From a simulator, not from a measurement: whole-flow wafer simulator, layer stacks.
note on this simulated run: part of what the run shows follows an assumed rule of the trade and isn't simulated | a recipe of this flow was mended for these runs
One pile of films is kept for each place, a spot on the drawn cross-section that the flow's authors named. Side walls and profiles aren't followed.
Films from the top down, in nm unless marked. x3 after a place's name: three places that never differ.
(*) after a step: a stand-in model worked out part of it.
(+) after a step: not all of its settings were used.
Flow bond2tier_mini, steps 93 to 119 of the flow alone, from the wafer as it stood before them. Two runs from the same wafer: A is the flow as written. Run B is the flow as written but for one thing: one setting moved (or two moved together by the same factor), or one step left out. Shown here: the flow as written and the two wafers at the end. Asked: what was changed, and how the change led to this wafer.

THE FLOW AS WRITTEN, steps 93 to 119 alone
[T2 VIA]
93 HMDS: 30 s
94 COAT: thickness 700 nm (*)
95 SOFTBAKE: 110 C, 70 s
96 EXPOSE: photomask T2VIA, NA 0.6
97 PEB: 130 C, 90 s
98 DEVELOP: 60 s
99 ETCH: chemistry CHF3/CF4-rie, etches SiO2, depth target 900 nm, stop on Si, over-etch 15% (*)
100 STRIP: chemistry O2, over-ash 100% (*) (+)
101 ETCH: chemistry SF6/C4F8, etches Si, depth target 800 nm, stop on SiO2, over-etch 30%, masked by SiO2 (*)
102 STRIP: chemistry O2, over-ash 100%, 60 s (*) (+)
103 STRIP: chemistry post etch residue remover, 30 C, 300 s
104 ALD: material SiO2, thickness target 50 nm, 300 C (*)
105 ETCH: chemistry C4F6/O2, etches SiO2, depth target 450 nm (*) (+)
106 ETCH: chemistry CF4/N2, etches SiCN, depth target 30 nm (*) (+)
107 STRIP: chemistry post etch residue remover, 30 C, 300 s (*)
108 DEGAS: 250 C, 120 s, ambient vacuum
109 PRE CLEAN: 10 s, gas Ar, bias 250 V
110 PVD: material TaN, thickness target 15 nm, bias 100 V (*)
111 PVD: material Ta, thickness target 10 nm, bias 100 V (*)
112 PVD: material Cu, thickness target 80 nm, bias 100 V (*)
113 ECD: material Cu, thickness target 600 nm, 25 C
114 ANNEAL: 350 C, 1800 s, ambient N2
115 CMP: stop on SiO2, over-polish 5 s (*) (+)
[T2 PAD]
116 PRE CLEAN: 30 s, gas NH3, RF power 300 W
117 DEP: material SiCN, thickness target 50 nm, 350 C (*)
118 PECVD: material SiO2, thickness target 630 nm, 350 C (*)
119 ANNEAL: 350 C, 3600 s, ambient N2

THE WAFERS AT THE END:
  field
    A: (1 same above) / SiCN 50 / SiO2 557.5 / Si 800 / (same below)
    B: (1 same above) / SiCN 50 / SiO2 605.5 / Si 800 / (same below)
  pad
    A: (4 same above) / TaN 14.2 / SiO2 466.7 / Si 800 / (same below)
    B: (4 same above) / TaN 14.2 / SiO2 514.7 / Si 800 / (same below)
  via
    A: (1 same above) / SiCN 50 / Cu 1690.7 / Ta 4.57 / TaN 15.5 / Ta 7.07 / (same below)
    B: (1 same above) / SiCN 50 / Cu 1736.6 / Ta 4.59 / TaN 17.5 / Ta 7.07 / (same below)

The cause: step 104, ALD: thickness target 44 nm was run, where the flow has thickness target 50 nm; step 105, ETCH: depth target 396 nm was run, where the flow has depth target 450 nm.

How the change led to this, step by step:
  104 ALD: material SiO2, thickness target 50 nm, 300 C (*)
      field, pad, via: A SiO2 +50 | B SiO2 +44
  105 ETCH: chemistry C4F6/O2, etches SiO2, depth target 450 nm (*) (+)
      field, pad: A SiO2 -450 | B SiO2 -396
      via: A SiO2 -348.1 (all of it), SiCN -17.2 | B SiO2 -342.1 (all of it), SiCN -9.08
  106 ETCH: chemistry CF4/N2, etches SiCN, depth target 30 nm (*) (+)
      via: A SiCN -17.6 (all of it), TaN -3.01 | B SiCN -25.7 (all of it), TaN -1.04
